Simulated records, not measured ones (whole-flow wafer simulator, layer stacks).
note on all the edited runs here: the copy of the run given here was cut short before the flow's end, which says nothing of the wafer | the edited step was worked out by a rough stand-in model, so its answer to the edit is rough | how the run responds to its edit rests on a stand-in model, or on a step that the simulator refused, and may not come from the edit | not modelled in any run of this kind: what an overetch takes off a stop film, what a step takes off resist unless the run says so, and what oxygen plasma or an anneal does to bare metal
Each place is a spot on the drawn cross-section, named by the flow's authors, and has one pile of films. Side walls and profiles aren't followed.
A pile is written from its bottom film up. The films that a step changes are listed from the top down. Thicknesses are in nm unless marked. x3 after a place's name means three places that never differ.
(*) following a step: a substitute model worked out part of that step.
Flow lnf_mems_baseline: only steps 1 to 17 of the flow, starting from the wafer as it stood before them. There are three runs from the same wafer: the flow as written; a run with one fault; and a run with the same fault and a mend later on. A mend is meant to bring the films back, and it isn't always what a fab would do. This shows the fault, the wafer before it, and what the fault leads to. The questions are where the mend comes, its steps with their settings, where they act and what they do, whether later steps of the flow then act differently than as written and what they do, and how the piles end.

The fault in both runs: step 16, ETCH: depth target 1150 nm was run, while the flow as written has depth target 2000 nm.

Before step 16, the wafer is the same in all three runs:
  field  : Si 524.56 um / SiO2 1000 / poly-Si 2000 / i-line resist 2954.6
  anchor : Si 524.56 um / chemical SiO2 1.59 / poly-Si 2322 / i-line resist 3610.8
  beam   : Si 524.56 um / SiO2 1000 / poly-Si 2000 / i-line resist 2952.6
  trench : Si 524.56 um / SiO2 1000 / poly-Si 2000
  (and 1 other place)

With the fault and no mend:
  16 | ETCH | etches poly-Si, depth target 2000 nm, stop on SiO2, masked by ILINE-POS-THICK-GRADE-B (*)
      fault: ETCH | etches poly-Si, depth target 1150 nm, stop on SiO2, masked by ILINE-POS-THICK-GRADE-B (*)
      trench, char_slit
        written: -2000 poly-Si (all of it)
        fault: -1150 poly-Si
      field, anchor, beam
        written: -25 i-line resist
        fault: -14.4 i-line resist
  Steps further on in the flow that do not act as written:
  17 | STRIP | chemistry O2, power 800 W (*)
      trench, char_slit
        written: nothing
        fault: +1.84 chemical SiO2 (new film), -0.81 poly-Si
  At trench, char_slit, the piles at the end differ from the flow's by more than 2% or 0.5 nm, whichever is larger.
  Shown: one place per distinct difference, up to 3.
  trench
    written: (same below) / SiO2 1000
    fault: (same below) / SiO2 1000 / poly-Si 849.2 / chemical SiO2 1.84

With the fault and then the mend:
  After step 16 comes the mend.
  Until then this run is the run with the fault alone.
  16a | ETCH | etches poly-Si, depth target 850 nm, stop on SiO2, masked by ILINE-POS-THICK-GRADE-B (*) (a further turn of the flow's step 16, with different settings)
      field, anchor, beam
        -10.6 i-line resist
      trench, char_slit
        -850 poly-Si (all of it)
  Later steps of the flow that are run all act as written at every place that is followed.
  By the end, the piles equal the flow's at every place that both follow.
